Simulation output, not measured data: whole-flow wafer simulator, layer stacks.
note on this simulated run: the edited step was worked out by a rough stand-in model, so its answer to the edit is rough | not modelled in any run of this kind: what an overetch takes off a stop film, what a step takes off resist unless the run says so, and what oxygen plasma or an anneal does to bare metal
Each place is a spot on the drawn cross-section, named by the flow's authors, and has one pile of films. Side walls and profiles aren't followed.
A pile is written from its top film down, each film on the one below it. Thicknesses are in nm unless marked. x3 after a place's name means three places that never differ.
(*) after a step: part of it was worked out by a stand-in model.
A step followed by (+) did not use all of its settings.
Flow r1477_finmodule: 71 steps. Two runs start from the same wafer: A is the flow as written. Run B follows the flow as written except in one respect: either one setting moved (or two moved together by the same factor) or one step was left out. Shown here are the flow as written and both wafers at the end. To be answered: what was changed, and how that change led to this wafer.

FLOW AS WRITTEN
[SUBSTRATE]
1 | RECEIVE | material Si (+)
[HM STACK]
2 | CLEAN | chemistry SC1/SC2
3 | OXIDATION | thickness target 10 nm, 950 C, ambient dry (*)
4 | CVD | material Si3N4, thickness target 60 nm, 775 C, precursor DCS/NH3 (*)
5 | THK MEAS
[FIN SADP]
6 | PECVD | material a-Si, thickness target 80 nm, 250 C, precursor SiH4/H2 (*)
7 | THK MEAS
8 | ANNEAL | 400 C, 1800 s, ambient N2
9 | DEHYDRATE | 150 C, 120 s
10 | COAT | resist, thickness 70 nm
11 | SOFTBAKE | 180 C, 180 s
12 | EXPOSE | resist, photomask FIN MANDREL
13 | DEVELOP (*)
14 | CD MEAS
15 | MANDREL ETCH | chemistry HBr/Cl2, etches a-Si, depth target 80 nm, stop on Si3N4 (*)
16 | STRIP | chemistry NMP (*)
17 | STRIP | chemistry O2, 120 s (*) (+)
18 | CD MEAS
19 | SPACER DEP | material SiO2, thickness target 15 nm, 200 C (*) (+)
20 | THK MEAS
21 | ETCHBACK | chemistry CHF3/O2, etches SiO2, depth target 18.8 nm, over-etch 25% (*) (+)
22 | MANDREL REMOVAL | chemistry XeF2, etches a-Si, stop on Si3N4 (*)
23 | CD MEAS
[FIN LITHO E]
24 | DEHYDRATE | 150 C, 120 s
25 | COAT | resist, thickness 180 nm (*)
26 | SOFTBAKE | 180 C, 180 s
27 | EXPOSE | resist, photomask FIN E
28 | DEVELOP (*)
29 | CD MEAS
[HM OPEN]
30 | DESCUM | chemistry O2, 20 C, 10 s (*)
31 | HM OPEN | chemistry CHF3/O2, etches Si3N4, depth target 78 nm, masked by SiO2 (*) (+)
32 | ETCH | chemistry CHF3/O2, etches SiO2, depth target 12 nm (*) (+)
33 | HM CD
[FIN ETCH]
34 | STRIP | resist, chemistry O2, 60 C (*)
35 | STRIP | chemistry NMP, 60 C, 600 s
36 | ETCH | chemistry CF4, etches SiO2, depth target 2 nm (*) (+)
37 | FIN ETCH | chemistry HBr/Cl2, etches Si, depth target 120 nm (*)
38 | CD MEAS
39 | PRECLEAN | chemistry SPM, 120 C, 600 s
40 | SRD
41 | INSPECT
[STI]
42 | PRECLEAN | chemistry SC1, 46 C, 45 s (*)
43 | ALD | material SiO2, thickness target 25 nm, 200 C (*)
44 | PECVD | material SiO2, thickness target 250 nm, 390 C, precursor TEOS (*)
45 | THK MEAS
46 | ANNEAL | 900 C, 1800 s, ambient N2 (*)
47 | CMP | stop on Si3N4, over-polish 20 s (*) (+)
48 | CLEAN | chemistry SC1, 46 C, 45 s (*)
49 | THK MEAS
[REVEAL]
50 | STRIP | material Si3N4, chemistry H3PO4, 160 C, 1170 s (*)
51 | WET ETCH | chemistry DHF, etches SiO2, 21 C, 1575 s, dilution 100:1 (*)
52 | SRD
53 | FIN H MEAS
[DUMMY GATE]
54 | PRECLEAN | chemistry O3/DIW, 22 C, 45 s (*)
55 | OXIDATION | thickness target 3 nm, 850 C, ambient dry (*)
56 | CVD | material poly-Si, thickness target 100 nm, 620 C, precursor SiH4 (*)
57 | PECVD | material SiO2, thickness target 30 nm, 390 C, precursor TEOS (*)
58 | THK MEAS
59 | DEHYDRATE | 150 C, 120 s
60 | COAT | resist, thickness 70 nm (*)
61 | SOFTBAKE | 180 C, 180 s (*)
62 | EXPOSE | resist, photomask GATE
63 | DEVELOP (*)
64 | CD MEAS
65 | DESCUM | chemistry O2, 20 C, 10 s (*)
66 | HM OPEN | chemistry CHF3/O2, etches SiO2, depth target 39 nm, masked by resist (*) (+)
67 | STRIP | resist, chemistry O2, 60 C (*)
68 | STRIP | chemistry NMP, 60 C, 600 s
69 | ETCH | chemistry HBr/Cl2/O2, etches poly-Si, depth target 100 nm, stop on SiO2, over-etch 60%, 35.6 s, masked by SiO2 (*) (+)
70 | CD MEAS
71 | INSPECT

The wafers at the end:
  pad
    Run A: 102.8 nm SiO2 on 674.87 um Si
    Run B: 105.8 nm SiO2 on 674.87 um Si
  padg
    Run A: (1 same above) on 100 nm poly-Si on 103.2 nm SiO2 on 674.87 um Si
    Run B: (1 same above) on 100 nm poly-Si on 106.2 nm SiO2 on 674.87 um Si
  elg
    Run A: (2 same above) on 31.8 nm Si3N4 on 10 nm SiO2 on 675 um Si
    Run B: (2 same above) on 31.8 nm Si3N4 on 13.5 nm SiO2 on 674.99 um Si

What caused this: step 3, OXIDATION: thickness target 13.5 nm was run, while the flow as written has thickness target 10 nm.
The wafer lets one read it off: elg has SiO2 13.5, and step 3 as written asks for 10 nm.

Step by step, how the change led to this:
  3 | OXIDATION | thickness target 10 nm, 950 C, ambient dry (*)
      pad, padg, elg and 33 more: A SiO2 gains 10 (new film), chemical SiO2 loses 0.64 (all of it), Si loses 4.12 | B SiO2 gains 13.5 (new film), chemical SiO2 loses 0.64 (all of it), Si loses 5.66
  31 | HM OPEN | chemistry CHF3/O2, etches Si3N4, depth target 78 nm, masked by SiO2 (*) (+)
      pad, padg, esg and 13 more: A Si3N4 loses 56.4 (all of it), SiO2 loses 10 (all of it) | B Si3N4 loses 56.4 (all of it), SiO2 loses 10.8
  32 | ETCH | chemistry CHF3/O2, etches SiO2, depth target 12 nm (*) (+)
      pad, padg, e40sg and 11 more: A Si loses 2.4 | B SiO2 loses 2.69 (all of it), Si loses 1.86
      esg, eso: A Si loses 1.77 | B SiO2 loses 2.69 (all of it), Si loses 1.86
      (as well as at 6 more places)
  47 | CMP | stop on Si3N4, over-polish 20 s (*) (+)
      pad, padg, e40sg and 11 more: A SiO2 loses 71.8 | B SiO2 loses 68.8
      eso: A SiO2 loses 72.4 | B SiO2 loses 68.8
  51 | WET ETCH | chemistry DHF, etches SiO2, 21 C, 1575 s, dilution 100:1 (*)
      s40sg_line, s45sg_line, s50sg_line, s40so_line, s45so_line, s50so_line: A SiO2 loses 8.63 (all of it) | B SiO2 loses 12.1 (all of it)
  56 | CVD | material poly-Si, thickness target 100 nm, 620 C, precursor SiH4 (*)
      s40cg, s40co: A poly-Si gains 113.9 (new film) | B poly-Si gains 110.4 (new film)
      s45cg, s45co: A poly-Si gains 113.4 (new film) | B poly-Si gains 109.9 (new film)
      (as well as at 2 more places)
  60 | COAT | resist, thickness 70 nm (*)
      s40sg, s40so: A resist gains 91 (new film) | B resist gains 87.7 (new film)
      s45sg, s45so: A resist gains 91 (new film) | B resist gains 87.6 (new film)
      (as well as at 2 more places)
  63 | DEVELOP (*)
      s40so: A resist loses 91 (all of it) | B resist loses 87.7 (all of it)
      s45so: A resist loses 91 (all of it) | B resist loses 87.6 (all of it)
      (as well as at 1 more place)
  67 | STRIP | resist, chemistry O2, 60 C (*)
      s40sg: A resist loses 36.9 (all of it) | B resist loses 33.6 (all of it)
      s45sg: A resist loses 36.9 (all of it) | B resist loses 33.5 (all of it)
      (as well as at 1 more place)
  69 | ETCH | chemistry HBr/Cl2/O2, etches poly-Si, depth target 100 nm, stop on SiO2, over-etch 60%, 35.6 s, masked by SiO2 (*) (+)
      s40co: A chemical SiO2 loses 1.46 (all of it), poly-Si loses 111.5 (all of it), SiO2 loses 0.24 | B chemical SiO2 loses 1.46 (all of it), poly-Si loses 108 (all of it), SiO2 loses 0.26
      s45co: A chemical SiO2 loses 1.46 (all of it), poly-Si loses 110.9 (all of it), SiO2 loses 0.25 | B chemical SiO2 loses 1.46 (all of it), poly-Si loses 107.4 (all of it), SiO2 loses 0.26
      (as well as at 1 more place)
